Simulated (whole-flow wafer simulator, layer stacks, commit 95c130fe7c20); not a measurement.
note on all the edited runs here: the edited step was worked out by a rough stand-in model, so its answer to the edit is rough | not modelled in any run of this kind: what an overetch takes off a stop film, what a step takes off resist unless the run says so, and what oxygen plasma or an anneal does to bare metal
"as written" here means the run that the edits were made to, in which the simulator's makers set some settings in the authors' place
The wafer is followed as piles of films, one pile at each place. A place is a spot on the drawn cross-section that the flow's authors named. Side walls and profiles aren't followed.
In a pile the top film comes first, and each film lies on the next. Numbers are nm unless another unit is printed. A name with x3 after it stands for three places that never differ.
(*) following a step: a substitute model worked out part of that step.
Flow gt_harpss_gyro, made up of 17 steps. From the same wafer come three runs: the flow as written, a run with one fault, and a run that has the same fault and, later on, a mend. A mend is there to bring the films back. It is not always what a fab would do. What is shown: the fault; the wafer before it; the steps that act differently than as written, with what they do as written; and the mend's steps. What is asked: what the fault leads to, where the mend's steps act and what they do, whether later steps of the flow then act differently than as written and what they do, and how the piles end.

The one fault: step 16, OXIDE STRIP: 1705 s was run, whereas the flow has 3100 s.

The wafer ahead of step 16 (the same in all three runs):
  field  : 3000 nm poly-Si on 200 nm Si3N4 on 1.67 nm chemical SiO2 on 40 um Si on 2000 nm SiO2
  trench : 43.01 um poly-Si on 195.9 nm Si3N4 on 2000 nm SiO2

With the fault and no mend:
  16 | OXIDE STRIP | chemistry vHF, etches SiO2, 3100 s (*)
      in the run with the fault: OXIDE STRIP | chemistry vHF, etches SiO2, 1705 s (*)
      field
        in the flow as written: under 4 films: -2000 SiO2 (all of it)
        in the run with the fault: under 4 films: -1322.1 SiO2
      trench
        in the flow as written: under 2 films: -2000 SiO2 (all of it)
        in the run with the fault: under 2 films: -1322.1 SiO2
  Later steps of the flow that are run all act as written at every place that is followed.
  The piles end different from the flow's at field, trench by more than 2% or 0.5 nm, whichever is larger.
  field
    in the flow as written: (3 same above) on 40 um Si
    in the run with the fault: (3 same above) on 40 um Si on 677.9 nm SiO2
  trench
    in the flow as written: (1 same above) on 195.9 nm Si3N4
    in the run with the fault: (1 same above) on 195.9 nm Si3N4 on 677.9 nm SiO2

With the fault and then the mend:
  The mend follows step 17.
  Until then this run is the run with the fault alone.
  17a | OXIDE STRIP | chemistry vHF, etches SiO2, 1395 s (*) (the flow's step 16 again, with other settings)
      field
        under 4 films: -677.9 SiO2 (all of it)
      trench
        under 2 films: -677.9 SiO2 (all of it)
  Later steps of the flow that are run all act as written at every place that is followed.
  The piles end the same as the flow's at every place that both follow.
